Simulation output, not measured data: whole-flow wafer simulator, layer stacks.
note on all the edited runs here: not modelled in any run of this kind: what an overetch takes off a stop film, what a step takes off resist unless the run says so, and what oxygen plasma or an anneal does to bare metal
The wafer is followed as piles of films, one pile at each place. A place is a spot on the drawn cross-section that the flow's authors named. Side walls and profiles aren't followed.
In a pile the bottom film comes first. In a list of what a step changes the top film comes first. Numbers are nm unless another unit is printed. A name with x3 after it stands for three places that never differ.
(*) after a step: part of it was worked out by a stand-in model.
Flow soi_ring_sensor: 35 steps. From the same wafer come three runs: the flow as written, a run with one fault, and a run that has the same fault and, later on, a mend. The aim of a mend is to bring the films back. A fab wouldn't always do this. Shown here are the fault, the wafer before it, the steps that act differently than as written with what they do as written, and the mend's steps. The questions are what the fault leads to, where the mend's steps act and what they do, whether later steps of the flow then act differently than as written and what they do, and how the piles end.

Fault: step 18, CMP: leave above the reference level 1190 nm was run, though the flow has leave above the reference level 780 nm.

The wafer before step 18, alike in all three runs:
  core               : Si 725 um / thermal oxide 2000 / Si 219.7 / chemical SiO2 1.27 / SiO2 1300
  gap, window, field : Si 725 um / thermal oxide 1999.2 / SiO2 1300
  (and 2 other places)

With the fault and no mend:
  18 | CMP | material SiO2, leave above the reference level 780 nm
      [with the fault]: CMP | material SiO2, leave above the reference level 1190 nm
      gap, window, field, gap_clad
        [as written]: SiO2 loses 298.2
        [with the fault]: nothing
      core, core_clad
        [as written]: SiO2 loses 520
        [with the fault]: SiO2 loses 110
  Steps further on in the flow that do not act as written (not shown: 1 more step that differs only slightly, by at most 2% or 0.5 nm, whichever is larger):
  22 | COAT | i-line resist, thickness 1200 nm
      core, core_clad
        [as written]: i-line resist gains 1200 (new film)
        [with the fault]: i-line resist gains 1103 (new film)
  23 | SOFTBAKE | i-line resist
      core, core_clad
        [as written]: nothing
        [with the fault]: i-line resist loses 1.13
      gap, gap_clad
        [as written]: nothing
        [with the fault]: i-line resist loses 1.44
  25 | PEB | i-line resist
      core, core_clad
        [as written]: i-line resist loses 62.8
        [with the fault]: i-line resist loses 57.5
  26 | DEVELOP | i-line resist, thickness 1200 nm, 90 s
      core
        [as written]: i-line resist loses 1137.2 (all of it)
        [with the fault]: i-line resist loses 1044.4 (all of it)
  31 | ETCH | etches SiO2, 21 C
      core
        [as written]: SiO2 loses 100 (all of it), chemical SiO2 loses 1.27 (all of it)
        [with the fault]: SiO2 loses 462
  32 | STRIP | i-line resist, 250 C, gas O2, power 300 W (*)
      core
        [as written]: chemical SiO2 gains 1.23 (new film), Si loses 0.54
        [with the fault]: nothing
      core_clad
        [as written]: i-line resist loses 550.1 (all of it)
        [with the fault]: i-line resist loses 457.5 (all of it)
  By the end, the piles at core, field, core_clad depart from the flow's by more than 2% or 0.5 nm, whichever is larger.
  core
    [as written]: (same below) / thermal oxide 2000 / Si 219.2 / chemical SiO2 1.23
    [with the fault]: (same below) / thermal oxide 2000 / Si 219.7 / chemical SiO2 1.27 / SiO2 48
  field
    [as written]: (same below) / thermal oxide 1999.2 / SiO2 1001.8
    [with the fault]: (same below) / thermal oxide 1999.2 / SiO2 1300
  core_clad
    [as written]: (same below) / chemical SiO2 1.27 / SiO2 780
    [with the fault]: (same below) / chemical SiO2 1.27 / SiO2 1190

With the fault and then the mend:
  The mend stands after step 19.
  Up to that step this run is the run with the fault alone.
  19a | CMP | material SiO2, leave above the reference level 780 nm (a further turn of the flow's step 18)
      gap, window, field, gap_clad
        SiO2 loses 298.2
      core, core_clad
        SiO2 loses 410
  None of the later steps of the flow acts differently than as written at any place that is followed.
  The piles end the same as the flow's at every place that both follow.
